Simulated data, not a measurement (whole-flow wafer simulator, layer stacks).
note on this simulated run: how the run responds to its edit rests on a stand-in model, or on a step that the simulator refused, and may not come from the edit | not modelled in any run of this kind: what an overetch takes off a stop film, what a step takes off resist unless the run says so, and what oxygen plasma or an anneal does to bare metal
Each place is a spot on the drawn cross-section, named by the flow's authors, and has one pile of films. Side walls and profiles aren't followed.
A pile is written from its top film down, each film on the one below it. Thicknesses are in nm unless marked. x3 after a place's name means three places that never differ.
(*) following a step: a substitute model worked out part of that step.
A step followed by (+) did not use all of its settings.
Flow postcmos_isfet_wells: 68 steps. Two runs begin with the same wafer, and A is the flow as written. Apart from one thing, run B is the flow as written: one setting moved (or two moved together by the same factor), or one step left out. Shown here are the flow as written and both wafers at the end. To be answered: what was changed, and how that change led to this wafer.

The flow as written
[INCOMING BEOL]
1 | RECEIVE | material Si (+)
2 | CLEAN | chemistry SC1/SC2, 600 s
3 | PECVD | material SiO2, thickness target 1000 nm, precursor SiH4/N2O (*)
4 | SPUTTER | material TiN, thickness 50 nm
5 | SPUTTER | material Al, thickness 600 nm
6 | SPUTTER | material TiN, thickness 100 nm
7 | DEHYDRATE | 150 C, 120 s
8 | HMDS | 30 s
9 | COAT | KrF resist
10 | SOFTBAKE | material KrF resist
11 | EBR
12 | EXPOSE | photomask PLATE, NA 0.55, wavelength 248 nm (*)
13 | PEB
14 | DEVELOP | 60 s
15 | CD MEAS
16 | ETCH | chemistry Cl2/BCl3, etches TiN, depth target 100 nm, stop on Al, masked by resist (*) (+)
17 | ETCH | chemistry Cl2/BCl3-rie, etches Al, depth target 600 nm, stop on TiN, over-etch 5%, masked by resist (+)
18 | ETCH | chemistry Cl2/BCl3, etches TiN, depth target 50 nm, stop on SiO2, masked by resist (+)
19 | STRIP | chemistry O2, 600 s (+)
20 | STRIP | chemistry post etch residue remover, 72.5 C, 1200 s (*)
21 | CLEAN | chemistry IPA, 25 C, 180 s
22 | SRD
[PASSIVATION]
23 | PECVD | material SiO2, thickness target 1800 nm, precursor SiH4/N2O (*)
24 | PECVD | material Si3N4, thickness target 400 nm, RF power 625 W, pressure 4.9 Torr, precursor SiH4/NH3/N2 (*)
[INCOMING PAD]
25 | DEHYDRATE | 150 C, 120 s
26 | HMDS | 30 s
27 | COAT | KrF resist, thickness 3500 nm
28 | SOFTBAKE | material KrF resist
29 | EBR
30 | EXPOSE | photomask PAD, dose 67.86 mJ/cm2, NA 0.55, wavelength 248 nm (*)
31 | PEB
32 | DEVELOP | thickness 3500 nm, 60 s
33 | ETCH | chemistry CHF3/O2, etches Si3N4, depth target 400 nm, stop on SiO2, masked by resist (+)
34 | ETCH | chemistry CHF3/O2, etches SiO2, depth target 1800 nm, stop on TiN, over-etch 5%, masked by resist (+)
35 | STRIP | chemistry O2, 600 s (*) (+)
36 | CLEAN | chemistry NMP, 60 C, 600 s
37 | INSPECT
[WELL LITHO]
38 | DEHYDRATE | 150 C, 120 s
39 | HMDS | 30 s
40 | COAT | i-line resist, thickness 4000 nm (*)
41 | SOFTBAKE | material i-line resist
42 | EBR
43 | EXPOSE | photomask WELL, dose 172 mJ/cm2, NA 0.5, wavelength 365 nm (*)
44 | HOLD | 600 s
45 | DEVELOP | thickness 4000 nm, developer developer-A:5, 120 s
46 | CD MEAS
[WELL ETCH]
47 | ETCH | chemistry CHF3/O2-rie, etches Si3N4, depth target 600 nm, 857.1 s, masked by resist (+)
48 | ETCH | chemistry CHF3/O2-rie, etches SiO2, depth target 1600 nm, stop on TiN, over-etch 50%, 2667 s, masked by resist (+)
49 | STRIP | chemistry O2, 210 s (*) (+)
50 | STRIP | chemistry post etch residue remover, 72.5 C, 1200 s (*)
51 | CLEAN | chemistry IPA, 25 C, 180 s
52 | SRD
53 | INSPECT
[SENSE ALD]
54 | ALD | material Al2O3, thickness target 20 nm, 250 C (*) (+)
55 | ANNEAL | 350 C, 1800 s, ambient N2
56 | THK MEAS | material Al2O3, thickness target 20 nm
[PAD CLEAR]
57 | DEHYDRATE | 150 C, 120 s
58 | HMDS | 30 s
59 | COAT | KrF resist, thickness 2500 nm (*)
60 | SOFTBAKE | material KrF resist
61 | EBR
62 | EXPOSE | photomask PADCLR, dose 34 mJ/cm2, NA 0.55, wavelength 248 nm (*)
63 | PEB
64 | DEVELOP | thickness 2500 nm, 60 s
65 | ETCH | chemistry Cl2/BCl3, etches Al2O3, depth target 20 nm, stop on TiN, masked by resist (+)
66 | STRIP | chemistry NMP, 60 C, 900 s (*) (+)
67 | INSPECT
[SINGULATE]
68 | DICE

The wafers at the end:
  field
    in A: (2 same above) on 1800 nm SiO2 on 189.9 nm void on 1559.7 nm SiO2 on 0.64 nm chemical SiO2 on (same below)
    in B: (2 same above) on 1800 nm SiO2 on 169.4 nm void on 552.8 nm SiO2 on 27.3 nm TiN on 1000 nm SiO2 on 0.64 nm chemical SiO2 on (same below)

What caused this: step 17, ETCH: depth target 534 nm was run, though the flow has depth target 600 nm.

How this came from the change, step by step:
  17 | ETCH | chemistry Cl2/BCl3-rie, etches Al, depth target 600 nm, stop on TiN, over-etch 5%, masked by resist (+)
      field: A -600 Al (all of it) | B -534 Al
      margin, well900, well1300 x3, pad_rim, pad_clr, pad_open: A -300 KrF resist | B -267 KrF resist
  18 | ETCH | chemistry Cl2/BCl3, etches TiN, depth target 50 nm, stop on SiO2, masked by resist (+)
      field: A -50 TiN (all of it) | B -66 Al (all of it), -22.3 TiN
  19 | STRIP | chemistry O2, 600 s (+)
      margin, well900, well1300 x3, pad_rim, pad_clr, pad_open: A -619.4 KrF resist (all of it) | B -652.4 KrF resist (all of it)
  23 | PECVD | material SiO2, thickness target 1800 nm, precursor SiH4/N2O (*)
      field: A +1800 SiO2 (new film), +189.9 void (new film), +559.7 SiO2 | B +1800 SiO2 (new film), +169.4 void (new film), +552.8 SiO2 (new film)
If metal films that touch count as one body, field has 1 body; the flow as written gives 0 bodies.
